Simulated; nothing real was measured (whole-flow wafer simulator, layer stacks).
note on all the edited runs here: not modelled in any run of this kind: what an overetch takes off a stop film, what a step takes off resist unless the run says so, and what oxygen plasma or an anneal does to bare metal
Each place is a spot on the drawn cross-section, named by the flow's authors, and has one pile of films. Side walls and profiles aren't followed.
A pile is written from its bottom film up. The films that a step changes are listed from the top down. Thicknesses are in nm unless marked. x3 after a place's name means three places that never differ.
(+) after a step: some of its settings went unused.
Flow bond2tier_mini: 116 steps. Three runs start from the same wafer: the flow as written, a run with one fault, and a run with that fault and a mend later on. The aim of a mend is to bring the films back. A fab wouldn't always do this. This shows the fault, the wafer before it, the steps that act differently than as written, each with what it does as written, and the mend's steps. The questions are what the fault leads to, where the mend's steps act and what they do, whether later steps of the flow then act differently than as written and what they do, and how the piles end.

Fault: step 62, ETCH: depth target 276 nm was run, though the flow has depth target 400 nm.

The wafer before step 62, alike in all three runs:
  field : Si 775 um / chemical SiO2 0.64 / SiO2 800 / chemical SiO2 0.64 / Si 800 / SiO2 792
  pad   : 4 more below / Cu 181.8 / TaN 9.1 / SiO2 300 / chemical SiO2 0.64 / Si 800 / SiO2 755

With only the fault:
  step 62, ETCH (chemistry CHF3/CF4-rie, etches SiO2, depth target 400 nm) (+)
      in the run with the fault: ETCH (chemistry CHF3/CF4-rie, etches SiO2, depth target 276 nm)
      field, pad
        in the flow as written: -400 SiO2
        in the run with the fault: -276 SiO2
  Later steps of the flow that are run all act as written at every place that is followed.
  The piles end different from the flow's at field, pad by more than 2% or 0.5 nm, whichever is larger.
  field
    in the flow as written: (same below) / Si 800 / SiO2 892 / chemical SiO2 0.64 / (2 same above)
    in the run with the fault: (same below) / Si 800 / SiO2 1016 / chemical SiO2 0.64 / (2 same above)
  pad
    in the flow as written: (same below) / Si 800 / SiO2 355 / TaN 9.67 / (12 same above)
    in the run with the fault: (same below) / Si 800 / SiO2 479 / TaN 9.67 / (12 same above)

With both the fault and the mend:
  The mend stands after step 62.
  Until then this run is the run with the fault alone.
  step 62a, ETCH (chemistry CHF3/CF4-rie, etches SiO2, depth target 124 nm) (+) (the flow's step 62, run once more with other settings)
      field, pad
        -124 SiO2
  Later steps of the flow that are run all act as written at every place that is followed.
  By the end, the piles equal the flow's at every place that both follow.
